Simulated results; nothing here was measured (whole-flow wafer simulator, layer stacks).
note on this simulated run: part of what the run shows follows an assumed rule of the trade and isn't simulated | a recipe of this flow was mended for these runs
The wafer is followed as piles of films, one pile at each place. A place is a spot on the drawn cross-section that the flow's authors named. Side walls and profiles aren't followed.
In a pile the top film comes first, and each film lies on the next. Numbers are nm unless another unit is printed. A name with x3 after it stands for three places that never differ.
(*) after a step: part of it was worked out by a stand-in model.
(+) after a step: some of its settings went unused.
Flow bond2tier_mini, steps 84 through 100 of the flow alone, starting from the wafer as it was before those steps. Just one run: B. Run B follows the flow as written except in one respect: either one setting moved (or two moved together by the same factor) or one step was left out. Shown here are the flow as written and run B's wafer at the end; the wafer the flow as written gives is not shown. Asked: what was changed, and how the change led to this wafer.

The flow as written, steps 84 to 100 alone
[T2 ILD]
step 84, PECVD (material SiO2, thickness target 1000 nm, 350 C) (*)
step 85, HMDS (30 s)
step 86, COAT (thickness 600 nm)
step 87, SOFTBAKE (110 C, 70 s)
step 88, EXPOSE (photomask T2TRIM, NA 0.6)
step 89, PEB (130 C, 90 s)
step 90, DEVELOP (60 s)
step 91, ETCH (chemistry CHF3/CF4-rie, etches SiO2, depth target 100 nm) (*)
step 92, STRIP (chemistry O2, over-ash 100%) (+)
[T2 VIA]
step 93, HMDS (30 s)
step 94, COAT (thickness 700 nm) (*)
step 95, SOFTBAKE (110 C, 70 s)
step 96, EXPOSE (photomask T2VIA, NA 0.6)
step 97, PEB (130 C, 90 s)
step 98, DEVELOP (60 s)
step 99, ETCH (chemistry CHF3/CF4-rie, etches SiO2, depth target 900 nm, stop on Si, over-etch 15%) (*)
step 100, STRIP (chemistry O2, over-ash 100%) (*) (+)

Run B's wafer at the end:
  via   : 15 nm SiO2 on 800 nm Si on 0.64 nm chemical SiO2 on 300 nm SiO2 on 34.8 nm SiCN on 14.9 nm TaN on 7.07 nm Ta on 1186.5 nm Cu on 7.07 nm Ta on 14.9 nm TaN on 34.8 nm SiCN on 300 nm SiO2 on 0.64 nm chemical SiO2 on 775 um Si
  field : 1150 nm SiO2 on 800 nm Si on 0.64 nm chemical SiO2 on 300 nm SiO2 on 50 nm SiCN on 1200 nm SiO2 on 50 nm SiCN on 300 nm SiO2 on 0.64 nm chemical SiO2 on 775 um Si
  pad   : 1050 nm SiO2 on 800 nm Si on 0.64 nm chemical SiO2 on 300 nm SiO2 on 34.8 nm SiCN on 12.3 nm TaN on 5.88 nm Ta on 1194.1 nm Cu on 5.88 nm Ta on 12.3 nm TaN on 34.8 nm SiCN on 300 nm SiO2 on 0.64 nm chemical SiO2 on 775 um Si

What caused this: step 84, PECVD: thickness target 1150 nm was run, while the flow as written has thickness target 1000 nm.
One can read it off the wafer: field has SiO2 1150, and step 84 as written asks for 1000 nm.

Step by step, how the change led to this:
  step 84, PECVD (material SiO2, thickness target 1000 nm, 350 C) (*)
      field, pad, via: +1150 SiO2 (new film) (in the flow as written it would be: +1000 SiO2 (new film))
  step 99, ETCH (chemistry CHF3/CF4-rie, etches SiO2, depth target 900 nm, stop on Si, over-etch 15%) (*)
      via: -1035 SiO2 (in the flow as written it would be: -900 SiO2 (all of it), -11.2 Si)
